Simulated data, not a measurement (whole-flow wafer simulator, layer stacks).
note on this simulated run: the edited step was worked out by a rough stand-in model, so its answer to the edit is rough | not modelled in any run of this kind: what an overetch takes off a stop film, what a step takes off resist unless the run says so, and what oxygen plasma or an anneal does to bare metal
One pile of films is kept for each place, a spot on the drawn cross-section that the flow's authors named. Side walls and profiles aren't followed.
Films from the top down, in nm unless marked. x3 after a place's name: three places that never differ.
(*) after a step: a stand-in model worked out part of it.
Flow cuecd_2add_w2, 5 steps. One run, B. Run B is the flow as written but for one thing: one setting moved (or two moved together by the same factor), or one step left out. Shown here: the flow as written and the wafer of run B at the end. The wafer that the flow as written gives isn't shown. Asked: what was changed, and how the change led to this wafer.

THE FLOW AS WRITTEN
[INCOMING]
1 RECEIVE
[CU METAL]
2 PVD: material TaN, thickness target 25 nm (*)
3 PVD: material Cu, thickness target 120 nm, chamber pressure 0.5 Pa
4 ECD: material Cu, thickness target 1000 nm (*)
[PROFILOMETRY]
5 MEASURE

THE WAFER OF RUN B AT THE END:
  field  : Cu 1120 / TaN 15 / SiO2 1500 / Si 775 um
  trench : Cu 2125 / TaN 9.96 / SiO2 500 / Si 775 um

The cause: step 2, PVD: thickness target 15 nm was run, where the flow has thickness target 25 nm.
It can be read off the wafer: field has TaN 15, and step 2 as written asks for 25 nm.

How the change led to this, step by step:
  2 PVD: material TaN, thickness target 25 nm (*)
      field: TaN +15 (new film) (as written it would be: TaN +25 (new film))
      trench: TaN +9.96 (new film) (as written it would be: TaN +16.6 (new film))
